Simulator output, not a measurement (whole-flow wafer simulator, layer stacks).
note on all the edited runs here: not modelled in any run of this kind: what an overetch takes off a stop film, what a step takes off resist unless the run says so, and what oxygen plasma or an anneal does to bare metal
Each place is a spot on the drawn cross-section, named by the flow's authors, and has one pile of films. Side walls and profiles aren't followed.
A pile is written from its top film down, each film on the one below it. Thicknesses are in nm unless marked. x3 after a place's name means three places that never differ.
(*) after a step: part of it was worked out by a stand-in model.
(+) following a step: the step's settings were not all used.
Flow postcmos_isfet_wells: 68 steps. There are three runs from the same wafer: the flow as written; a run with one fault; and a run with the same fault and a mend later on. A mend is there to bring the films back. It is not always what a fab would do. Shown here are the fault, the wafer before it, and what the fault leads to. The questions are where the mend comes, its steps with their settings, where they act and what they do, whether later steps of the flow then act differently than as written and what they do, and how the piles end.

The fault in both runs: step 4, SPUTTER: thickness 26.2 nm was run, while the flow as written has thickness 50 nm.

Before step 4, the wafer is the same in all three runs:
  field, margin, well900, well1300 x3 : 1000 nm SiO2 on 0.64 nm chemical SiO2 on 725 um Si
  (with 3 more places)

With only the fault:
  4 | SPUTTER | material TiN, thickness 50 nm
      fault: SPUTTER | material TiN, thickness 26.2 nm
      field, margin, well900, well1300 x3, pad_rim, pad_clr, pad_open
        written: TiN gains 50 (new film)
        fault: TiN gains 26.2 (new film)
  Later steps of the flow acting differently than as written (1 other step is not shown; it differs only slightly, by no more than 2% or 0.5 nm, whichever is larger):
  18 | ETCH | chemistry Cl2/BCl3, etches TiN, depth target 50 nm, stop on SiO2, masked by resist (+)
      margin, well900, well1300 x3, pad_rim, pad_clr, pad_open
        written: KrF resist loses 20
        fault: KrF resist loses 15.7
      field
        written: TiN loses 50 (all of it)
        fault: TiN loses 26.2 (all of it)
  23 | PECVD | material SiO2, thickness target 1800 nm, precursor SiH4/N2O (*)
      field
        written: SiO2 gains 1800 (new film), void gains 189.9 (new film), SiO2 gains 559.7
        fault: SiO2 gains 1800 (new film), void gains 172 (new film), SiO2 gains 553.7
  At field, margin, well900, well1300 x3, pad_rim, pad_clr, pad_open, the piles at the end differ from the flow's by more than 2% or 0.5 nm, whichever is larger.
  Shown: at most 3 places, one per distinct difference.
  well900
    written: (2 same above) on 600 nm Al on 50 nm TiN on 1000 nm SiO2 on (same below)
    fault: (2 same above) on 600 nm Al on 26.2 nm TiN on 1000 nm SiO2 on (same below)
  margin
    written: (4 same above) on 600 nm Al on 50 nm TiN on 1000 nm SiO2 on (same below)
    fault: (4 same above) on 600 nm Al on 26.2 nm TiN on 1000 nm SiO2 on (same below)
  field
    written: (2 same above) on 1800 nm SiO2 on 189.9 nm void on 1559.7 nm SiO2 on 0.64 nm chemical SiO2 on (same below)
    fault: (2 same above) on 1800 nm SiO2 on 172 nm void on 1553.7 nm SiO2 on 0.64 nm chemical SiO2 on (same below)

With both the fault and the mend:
  After step 4 comes the mend.
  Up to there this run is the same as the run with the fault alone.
  4a | SPUTTER | material TiN, thickness 23.8 nm (a further turn of the flow's step 4, with different settings)
      field, margin, well900, well1300 x3, pad_rim, pad_clr, pad_open
        TiN gains 23.8
  Later steps of the flow that are run all act as written at every place that is followed.
  The piles end the same as the flow's at every place that both follow.
